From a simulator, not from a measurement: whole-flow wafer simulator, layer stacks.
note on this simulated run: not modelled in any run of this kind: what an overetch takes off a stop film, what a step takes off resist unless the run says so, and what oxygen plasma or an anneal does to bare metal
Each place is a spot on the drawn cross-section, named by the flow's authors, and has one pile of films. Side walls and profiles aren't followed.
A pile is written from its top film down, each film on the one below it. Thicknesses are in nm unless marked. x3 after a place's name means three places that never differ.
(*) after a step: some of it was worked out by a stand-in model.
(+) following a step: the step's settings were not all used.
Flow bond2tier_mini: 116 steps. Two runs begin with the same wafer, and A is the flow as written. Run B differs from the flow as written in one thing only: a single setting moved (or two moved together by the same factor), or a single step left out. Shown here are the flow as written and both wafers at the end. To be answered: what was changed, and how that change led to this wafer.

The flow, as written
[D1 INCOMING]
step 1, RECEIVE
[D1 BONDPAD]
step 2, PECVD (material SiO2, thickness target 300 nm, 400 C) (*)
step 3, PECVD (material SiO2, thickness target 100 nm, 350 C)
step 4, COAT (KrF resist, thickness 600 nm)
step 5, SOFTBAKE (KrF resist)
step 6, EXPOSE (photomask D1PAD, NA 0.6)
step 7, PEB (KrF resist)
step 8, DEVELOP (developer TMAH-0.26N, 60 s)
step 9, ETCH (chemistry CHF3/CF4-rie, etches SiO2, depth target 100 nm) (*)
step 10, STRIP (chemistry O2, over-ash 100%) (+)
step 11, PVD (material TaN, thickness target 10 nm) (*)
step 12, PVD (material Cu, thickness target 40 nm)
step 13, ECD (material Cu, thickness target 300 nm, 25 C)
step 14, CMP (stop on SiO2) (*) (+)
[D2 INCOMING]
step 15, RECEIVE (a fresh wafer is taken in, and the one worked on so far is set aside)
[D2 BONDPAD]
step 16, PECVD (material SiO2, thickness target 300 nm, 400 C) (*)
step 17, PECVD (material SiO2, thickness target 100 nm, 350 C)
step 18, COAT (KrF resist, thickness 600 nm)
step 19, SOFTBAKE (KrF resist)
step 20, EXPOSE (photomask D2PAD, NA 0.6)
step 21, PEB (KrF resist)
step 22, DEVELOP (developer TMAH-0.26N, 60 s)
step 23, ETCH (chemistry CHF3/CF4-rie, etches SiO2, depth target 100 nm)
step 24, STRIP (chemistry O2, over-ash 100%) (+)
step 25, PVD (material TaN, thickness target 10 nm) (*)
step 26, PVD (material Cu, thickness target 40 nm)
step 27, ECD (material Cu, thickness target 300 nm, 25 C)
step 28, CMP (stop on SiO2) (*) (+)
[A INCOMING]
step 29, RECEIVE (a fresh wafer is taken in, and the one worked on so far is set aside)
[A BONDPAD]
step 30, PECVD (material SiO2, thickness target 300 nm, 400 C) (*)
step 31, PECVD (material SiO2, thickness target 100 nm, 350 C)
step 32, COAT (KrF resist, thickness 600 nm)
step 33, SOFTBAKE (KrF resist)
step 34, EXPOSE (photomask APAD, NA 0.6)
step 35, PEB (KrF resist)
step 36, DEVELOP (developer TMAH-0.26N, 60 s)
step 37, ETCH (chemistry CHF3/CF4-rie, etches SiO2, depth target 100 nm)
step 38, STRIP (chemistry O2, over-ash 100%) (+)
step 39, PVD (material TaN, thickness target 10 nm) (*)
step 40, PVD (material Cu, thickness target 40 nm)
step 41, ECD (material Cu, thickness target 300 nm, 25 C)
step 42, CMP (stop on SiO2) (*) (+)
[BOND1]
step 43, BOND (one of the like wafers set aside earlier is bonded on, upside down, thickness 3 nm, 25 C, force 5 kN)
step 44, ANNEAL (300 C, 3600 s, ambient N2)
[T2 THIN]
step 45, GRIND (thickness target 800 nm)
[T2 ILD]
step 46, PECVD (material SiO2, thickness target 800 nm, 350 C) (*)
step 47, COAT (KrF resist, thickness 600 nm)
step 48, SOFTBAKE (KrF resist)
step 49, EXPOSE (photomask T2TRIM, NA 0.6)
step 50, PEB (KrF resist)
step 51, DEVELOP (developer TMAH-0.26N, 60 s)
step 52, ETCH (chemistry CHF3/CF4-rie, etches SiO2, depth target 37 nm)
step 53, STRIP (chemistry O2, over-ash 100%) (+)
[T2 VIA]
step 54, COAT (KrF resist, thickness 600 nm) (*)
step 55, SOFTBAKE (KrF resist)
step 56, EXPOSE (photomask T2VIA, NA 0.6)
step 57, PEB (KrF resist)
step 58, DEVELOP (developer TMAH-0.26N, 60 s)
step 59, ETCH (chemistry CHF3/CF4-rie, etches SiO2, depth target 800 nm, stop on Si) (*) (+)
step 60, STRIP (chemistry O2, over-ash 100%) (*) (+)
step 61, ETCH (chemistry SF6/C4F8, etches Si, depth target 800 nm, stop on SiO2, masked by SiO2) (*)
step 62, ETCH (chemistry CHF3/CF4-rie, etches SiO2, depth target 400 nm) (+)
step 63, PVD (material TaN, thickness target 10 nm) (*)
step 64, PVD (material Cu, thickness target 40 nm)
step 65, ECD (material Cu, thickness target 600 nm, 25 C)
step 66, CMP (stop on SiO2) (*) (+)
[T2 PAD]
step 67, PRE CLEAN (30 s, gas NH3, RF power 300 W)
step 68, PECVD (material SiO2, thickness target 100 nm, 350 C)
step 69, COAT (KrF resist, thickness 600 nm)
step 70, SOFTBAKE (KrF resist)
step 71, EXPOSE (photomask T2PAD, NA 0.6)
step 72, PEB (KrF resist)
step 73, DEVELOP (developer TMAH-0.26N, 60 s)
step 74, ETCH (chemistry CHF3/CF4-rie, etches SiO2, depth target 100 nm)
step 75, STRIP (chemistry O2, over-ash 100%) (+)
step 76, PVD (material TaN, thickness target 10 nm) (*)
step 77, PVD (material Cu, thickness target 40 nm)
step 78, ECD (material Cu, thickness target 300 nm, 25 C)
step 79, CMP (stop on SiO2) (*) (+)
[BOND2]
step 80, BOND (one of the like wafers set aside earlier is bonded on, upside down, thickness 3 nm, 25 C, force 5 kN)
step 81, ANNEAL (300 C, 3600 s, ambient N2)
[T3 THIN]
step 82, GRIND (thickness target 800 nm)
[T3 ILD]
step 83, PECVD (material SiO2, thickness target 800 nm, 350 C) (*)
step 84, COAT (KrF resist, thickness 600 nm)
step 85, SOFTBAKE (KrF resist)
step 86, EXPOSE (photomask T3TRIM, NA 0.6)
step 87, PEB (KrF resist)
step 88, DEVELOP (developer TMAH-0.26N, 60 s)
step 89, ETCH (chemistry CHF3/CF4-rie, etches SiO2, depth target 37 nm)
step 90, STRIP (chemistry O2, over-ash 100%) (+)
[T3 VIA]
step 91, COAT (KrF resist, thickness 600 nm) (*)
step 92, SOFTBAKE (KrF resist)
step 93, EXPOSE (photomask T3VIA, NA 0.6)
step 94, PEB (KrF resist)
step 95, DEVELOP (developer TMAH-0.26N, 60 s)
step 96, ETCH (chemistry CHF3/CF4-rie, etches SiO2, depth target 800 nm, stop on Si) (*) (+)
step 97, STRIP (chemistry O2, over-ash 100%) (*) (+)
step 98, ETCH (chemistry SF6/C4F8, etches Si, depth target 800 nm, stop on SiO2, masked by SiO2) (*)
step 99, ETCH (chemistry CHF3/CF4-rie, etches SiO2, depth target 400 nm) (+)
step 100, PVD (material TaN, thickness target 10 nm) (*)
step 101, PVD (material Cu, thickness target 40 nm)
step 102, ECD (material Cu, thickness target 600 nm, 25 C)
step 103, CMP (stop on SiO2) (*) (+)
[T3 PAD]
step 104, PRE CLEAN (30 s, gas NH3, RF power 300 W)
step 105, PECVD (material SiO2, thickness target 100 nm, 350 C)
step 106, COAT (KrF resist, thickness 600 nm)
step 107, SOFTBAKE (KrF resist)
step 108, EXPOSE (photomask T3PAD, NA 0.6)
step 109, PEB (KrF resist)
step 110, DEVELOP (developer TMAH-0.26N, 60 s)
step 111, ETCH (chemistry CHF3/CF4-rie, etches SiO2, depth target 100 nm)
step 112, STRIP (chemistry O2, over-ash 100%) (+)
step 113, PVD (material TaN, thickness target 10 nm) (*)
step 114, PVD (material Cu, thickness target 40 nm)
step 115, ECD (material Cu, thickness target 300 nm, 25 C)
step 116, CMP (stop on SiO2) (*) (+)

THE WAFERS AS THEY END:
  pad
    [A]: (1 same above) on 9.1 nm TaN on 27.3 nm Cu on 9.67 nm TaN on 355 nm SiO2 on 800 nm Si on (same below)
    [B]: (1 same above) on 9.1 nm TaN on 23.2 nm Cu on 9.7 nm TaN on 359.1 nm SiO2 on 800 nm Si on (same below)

The reason: step 89, ETCH: depth target 32.9 nm was run, while the flow as written has depth target 37 nm.

How this came from the change, step by step:
  step 89, ETCH (chemistry CHF3/CF4-rie, etches SiO2, depth target 37 nm)
      field: A KrF resist loses 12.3 | B KrF resist loses 11
      pad: A SiO2 loses 37 | B SiO2 loses 32.9
